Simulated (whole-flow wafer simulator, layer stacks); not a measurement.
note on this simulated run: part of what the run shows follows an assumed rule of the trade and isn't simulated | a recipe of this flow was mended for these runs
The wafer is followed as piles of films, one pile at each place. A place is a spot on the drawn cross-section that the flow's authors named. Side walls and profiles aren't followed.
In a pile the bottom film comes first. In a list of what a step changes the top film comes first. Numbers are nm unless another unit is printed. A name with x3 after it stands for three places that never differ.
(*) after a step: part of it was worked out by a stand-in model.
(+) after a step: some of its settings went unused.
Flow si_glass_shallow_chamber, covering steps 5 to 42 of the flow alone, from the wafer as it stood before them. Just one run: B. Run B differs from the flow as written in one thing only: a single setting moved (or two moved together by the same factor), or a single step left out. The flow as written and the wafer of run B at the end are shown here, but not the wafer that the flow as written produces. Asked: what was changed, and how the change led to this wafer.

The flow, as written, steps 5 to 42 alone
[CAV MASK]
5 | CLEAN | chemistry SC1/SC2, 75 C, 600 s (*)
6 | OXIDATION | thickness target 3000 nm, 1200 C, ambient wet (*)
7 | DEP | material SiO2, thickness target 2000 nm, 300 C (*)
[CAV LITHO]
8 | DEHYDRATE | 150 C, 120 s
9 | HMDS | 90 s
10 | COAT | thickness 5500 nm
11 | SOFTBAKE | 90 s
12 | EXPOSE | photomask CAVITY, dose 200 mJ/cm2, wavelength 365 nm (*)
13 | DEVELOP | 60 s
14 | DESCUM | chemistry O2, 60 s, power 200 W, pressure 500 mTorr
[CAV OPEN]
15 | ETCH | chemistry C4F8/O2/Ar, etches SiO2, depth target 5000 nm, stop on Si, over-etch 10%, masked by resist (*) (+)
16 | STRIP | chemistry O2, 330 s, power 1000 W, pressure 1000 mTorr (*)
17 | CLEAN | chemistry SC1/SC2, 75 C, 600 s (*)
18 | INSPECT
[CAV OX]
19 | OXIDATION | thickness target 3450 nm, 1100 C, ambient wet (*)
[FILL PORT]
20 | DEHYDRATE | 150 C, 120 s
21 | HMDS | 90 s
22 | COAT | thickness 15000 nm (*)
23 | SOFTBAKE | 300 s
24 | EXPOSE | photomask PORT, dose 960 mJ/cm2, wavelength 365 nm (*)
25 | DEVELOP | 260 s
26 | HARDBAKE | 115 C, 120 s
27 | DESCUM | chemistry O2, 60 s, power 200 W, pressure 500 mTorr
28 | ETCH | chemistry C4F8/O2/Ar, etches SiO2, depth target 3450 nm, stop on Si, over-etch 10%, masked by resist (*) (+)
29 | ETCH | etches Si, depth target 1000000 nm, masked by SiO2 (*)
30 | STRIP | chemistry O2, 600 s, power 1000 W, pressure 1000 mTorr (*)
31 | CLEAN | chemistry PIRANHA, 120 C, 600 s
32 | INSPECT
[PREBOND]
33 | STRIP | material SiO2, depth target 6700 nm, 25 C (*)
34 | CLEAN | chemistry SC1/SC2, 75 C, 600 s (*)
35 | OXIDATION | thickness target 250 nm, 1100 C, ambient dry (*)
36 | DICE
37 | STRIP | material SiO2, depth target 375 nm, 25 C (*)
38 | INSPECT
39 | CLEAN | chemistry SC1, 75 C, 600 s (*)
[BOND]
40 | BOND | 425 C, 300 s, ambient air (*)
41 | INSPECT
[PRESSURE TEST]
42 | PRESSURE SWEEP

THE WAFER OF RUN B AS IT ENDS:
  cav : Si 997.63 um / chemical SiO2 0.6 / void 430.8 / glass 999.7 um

The reason: step 15, ETCH: depth target 2850 nm was run, whereas the flow has depth target 5000 nm.

The path from the change to this, step by step:
  15 | ETCH | chemistry C4F8/O2/Ar, etches SiO2, depth target 5000 nm, stop on Si, over-etch 10%, masked by resist (*) (+)
      cav, port: -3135 SiO2 (it would be, as written: -5000 SiO2 (all of it), -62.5 Si)
      rim, ramp, septum, ring: -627 thick-i-line-resist (it would be, as written: -1100 thick-i-line-resist)
  16 | STRIP | chemistry O2, 330 s, power 1000 W, pressure 1000 mTorr (*)
      cav, port: nothing (it would be, as written: +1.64 chemical SiO2 (new film), -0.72 Si)
      rim, ramp, septum, ring: -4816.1 thick-i-line-resist (all of it) (it would be, as written: -4343.1 thick-i-line-resist (all of it))
  17 | CLEAN | chemistry SC1/SC2, 75 C, 600 s (*)
      cav, port: -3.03 SiO2 (it would be, as written: -1.04 chemical SiO2, -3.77 Si)
  19 | OXIDATION | thickness target 3450 nm, 1100 C, ambient wet (*)
      cav, port: +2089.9 SiO2, -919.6 Si (it would be, as written: +3450 SiO2 (new film), -0.6 chemical SiO2 (all of it), -1517.7 Si)
  22 | COAT | thickness 15000 nm (*)
      rim: +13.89 um thick-i-line-resist (new film) (it would be, as written: +13.4 um thick-i-line-resist (new film))
      ramp: +13.53 um thick-i-line-resist (new film) (it would be, as written: +12.89 um thick-i-line-resist (new film))
      (also at 4 further places)
  23 | SOFTBAKE | 300 s
      rim: -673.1 thick-i-line-resist (it would be, as written: -997 thick-i-line-resist)
      ramp: -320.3 thick-i-line-resist (it would be, as written: -487.1 thick-i-line-resist)
      (also at 4 further places)
  25 | DEVELOP | 260 s
      port: -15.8 um thick-i-line-resist (all of it) (it would be, as written: -16.16 um thick-i-line-resist (all of it))
  26 | HARDBAKE | 115 C, 120 s
      rim, ramp: -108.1 thick-i-line-resist (it would be, as written: -98.2 thick-i-line-resist)
      cav: -142.1 thick-i-line-resist (it would be, as written: -147.1 thick-i-line-resist)
  28 | ETCH | chemistry C4F8/O2/Ar, etches SiO2, depth target 3450 nm, stop on Si, over-etch 10%, masked by resist (*) (+)
      port: -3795 SiO2 (it would be, as written: -3450 SiO2 (all of it), -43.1 Si)
  29 | ETCH | etches Si, depth target 1000000 nm, masked by SiO2 (*)
      port: +997.91 um hole (new film), -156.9 SiO2 (all of it), -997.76 um Si (all of it) (it would be, as written: +997.05 um hole (new film), -997.05 um Si (all of it))
      rim: -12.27 um thick-i-line-resist (all of it), -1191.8 SiO2 (it would be, as written: -11.47 um thick-i-line-resist (all of it), -1617.3 SiO2)
      (also at 3 further places)
  30 | STRIP | chemistry O2, 600 s, power 1000 W, pressure 1000 mTorr (*)
      cav: -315 thick-i-line-resist (all of it) (it would be, as written: -669.6 thick-i-line-resist (all of it))
  33 | STRIP | material SiO2, depth target 6700 nm, 25 C (*)
      rim: -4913 SiO2 (all of it) (it would be, as written: -4487.5 SiO2 (all of it))
      ramp: -4912.9 SiO2 (all of it) (it would be, as written: -4487.5 SiO2 (all of it))
      (also at 1 further place)
  40 | BOND | 425 C, 300 s, ambient air (*)
      cav: +999.7 um glass (new film), +430.8 void (new film) (it would be, as written: +999.7 um glass (new film), +1095.9 void (new film))
      port: +999.7 um glass (new film), +152.1 hole (it would be, as written: +999.7 um glass (new film), +1017.3 hole)
